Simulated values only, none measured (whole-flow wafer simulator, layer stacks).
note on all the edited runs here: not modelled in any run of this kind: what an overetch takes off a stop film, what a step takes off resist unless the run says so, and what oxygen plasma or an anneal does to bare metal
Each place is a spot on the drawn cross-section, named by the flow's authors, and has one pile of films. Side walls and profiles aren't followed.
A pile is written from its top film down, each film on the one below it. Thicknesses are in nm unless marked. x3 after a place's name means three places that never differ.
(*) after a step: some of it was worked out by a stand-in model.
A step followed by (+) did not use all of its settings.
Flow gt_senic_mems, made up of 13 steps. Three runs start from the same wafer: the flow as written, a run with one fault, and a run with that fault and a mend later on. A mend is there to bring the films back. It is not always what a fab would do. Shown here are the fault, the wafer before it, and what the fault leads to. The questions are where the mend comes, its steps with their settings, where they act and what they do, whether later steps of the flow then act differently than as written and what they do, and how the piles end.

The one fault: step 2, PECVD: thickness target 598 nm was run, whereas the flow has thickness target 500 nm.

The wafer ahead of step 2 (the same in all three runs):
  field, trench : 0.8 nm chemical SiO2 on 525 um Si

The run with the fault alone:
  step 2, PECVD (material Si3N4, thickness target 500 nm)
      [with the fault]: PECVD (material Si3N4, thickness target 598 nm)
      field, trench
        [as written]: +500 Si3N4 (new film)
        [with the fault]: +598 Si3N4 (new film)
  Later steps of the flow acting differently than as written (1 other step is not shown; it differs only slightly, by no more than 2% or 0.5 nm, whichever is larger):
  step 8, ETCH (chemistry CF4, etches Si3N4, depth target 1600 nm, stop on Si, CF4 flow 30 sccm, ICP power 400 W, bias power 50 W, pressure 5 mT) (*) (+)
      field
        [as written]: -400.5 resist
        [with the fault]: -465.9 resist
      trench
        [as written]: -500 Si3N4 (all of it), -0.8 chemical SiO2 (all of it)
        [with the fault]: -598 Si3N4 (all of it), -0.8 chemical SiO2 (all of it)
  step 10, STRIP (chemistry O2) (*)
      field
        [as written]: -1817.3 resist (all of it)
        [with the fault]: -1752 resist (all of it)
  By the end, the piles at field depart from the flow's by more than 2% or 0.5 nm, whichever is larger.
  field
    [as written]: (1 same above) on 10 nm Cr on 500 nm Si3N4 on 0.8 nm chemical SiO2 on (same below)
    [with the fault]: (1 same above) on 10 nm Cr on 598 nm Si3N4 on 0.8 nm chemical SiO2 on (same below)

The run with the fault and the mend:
  The mend stands after step 2.
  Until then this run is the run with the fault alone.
  step 2a, ETCH (chemistry h3po4, depth target 98 nm)
      field, trench
        -98 Si3N4
  None of the later steps of the flow acts differently than as written at any place that is followed.
  At every place that both follow, the piles at the end match the flow's.
